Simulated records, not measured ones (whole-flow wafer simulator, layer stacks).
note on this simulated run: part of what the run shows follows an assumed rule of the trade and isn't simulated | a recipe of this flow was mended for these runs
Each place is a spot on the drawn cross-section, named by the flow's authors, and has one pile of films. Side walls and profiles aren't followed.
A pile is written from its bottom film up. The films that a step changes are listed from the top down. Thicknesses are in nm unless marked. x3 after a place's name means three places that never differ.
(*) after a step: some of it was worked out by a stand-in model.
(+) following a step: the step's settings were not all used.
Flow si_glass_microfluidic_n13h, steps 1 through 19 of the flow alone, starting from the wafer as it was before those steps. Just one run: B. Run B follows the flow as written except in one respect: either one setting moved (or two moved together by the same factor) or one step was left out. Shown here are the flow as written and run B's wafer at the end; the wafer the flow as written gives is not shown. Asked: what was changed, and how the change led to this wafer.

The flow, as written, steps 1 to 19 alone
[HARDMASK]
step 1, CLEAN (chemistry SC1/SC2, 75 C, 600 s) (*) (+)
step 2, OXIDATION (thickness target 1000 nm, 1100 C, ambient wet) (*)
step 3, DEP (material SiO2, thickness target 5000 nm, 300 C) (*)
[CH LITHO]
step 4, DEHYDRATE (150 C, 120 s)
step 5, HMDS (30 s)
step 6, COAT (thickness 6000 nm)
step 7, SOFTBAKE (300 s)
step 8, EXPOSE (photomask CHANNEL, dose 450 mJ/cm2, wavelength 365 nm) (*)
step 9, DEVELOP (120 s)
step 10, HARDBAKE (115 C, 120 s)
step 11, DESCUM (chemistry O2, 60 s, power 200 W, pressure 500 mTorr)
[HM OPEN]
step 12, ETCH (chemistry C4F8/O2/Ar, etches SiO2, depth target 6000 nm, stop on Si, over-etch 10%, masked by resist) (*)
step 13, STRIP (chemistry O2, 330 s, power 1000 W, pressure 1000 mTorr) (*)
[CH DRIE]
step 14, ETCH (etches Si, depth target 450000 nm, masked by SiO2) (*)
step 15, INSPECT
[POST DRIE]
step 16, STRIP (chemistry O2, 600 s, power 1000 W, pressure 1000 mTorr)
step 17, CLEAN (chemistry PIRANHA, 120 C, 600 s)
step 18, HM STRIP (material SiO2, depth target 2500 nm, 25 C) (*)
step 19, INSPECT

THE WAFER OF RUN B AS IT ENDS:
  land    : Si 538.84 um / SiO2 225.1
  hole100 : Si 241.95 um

What caused this: step 2, OXIDATION: thickness target 2625 nm was run, whereas the flow has thickness target 1000 nm.

How this came from the change, step by step:
  step 2, OXIDATION (thickness target 1000 nm, 1100 C, ambient wet) (*)
      land, hole100: +2625 SiO2 (new film), -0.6 chemical SiO2 (all of it), -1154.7 Si (as written it would have been: +1000 SiO2 (new film), -0.6 chemical SiO2 (all of it), -439.7 Si)
  step 12, ETCH (chemistry C4F8/O2/Ar, etches SiO2, depth target 6000 nm, stop on Si, over-etch 10%, masked by resist) (*)
      hole100: -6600 SiO2 (as written it would have been: -6000 SiO2 (all of it), -75 Si)
  step 13, STRIP (chemistry O2, 330 s, power 1000 W, pressure 1000 mTorr) (*)
      hole100: nothing (as written it would have been: +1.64 chemical SiO2 (new film), -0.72 Si)
  step 14, ETCH (etches Si, depth target 450000 nm, masked by SiO2) (*)
      hole100: -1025 SiO2 (all of it), -296.89 um Si (as written it would have been: -1.64 chemical SiO2 (all of it), -450.64 um Si)
  step 18, HM STRIP (material SiO2, depth target 2500 nm, 25 C) (*)
      land: -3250 SiO2 (as written it would have been: -1854.4 SiO2 (all of it))
